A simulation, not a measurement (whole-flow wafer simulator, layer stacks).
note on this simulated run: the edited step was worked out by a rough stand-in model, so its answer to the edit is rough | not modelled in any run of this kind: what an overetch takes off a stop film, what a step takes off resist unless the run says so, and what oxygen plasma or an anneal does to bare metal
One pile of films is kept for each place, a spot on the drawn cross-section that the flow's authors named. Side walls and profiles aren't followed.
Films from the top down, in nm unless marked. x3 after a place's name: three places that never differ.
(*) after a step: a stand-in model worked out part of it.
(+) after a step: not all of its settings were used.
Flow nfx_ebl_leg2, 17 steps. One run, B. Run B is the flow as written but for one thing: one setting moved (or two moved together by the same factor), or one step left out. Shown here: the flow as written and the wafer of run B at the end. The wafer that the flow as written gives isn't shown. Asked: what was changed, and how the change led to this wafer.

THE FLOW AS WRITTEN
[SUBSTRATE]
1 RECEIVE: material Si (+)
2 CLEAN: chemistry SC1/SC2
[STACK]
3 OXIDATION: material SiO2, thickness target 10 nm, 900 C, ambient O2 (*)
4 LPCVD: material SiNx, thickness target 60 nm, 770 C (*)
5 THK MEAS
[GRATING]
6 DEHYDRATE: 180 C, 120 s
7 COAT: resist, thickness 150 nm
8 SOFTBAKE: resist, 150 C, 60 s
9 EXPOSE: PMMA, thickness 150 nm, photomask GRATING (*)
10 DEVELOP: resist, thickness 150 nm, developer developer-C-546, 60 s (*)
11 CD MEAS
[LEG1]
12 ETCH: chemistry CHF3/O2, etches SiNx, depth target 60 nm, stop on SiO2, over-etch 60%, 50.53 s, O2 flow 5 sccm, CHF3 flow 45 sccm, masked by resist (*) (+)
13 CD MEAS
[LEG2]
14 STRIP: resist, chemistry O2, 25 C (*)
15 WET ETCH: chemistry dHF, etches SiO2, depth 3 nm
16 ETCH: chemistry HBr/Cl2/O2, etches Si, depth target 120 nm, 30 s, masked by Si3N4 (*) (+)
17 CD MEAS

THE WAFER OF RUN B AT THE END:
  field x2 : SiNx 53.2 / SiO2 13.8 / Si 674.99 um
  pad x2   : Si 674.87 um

The cause: step 3, OXIDATION: thickness target 13.8 nm was run, where the flow has thickness target 10 nm.
It can be read off the wafer: field x2 has SiO2 13.8, and step 3 as written asks for 10 nm.

How the change led to this, step by step:
  3 OXIDATION: material SiO2, thickness target 10 nm, 900 C, ambient O2 (*)
      field x2, pad x2: SiO2 +13.8 (new film), chemical SiO2 -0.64 (all of it), Si -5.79 (as written it would be: SiO2 +10 (new film), chemical SiO2 -0.64 (all of it), Si -4.12)
  12 ETCH: chemistry CHF3/O2, etches SiNx, depth target 60 nm, stop on SiO2, over-etch 60%, 50.53 s, O2 flow 5 sccm, CHF3 flow 45 sccm, masked by resist (*) (+)
      pad x2: SiNx -60 (all of it), SiO2 -13.8 (all of it) (as written it would be: SiNx -60 (all of it), SiO2 -10 (all of it))
